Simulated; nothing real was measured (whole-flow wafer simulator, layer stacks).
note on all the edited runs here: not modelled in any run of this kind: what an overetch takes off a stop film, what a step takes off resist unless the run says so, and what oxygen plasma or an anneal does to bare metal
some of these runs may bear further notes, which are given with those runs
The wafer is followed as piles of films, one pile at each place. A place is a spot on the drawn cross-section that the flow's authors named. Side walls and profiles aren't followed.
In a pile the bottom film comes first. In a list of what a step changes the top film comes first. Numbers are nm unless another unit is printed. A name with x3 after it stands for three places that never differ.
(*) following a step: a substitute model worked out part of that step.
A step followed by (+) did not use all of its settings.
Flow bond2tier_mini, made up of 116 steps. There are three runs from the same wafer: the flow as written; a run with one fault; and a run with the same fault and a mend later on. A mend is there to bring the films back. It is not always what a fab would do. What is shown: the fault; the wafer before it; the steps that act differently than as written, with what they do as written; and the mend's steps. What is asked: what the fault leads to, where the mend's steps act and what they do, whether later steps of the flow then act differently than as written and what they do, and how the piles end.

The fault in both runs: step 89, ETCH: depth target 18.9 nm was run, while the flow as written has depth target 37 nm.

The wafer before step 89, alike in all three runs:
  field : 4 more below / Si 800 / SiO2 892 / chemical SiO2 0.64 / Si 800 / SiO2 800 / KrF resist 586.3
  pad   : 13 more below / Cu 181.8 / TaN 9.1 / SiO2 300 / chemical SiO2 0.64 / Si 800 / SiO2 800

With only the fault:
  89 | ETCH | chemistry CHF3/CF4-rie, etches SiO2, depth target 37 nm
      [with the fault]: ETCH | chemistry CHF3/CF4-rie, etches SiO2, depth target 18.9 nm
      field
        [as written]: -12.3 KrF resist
        [with the fault]: -6.3 KrF resist
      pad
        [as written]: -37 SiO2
        [with the fault]: -18.9 SiO2
  Steps further on in the flow that do not act as written (not shown: 4 more steps that differ only slightly, by at most 2% or 0.5 nm, whichever is larger):
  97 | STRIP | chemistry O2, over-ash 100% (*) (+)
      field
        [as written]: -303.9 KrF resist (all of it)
        [with the fault]: -311.6 KrF resist (all of it)
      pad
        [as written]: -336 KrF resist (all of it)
        [with the fault]: -328 KrF resist (all of it)
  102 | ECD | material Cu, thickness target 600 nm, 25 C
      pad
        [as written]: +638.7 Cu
        [with the fault]: +619.7 Cu
  The piles end different from the flow's at pad by more than 2% or 0.5 nm, whichever is larger.
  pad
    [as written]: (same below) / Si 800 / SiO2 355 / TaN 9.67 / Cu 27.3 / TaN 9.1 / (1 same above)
    [with the fault]: (same below) / Si 800 / SiO2 373.1 / TaN 9.84 / Cu 9.06 / TaN 9.1 / (1 same above)

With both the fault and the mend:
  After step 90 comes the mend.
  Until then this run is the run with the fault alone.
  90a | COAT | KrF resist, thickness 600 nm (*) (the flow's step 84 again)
      field
        +592 KrF resist (new film)
      pad
        +608.4 KrF resist (new film)
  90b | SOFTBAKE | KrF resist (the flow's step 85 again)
      does not change any film at any place that is followed
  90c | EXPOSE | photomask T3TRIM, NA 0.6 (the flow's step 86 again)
      does not change any film at any place that is followed
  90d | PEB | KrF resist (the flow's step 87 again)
      does not change any film at any place that is followed
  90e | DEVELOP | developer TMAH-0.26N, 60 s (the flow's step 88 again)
      field
        -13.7 KrF resist
      pad
        -608.4 KrF resist (all of it)
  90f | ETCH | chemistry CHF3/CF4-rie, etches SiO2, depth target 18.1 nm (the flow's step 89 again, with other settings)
      field
        -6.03 KrF resist
      pad
        -18.1 SiO2
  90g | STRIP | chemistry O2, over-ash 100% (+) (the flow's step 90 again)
      field
        -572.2 KrF resist (all of it)
  Later steps of the flow that are run all act as written at every place that is followed.
  At every place that both follow, the piles at the end match the flow's.
